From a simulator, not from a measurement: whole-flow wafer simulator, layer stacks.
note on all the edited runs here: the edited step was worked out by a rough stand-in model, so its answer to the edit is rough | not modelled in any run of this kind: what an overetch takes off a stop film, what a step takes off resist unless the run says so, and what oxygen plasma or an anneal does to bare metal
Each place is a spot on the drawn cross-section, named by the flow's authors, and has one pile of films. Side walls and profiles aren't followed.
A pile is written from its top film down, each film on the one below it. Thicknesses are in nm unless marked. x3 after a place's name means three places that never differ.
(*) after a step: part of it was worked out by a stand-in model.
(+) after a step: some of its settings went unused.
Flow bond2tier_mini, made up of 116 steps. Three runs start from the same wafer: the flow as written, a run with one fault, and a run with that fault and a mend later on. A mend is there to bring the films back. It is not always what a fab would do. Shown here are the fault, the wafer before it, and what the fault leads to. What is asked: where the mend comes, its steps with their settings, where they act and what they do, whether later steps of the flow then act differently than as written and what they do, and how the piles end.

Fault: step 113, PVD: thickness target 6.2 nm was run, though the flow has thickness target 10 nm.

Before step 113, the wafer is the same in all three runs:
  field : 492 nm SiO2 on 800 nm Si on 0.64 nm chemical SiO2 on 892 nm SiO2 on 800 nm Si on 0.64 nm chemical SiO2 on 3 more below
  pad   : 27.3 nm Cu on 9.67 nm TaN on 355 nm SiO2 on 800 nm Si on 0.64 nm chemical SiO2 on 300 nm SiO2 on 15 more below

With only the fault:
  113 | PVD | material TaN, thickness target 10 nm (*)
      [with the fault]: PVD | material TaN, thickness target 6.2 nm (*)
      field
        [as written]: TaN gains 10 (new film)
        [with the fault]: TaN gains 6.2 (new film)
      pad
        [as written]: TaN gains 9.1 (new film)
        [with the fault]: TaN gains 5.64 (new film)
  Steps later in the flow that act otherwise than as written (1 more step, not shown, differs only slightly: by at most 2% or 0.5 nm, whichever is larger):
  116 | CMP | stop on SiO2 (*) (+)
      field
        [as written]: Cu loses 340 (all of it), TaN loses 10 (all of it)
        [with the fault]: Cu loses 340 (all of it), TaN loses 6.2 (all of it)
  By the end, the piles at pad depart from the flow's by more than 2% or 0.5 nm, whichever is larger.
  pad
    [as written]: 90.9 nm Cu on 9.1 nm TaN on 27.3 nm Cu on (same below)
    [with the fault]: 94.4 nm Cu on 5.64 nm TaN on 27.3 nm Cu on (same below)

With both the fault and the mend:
  After step 113 comes the mend.
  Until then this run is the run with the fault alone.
  113a | PVD | material TaN, thickness target 3.8 nm (*) (the flow's step 113 again, with other settings)
      field
        TaN gains 3.8
      pad
        TaN gains 3.46
  Every later step of the flow that is run acts as written at every place that is followed.
  By the end, the piles equal the flow's at every place that both follow.
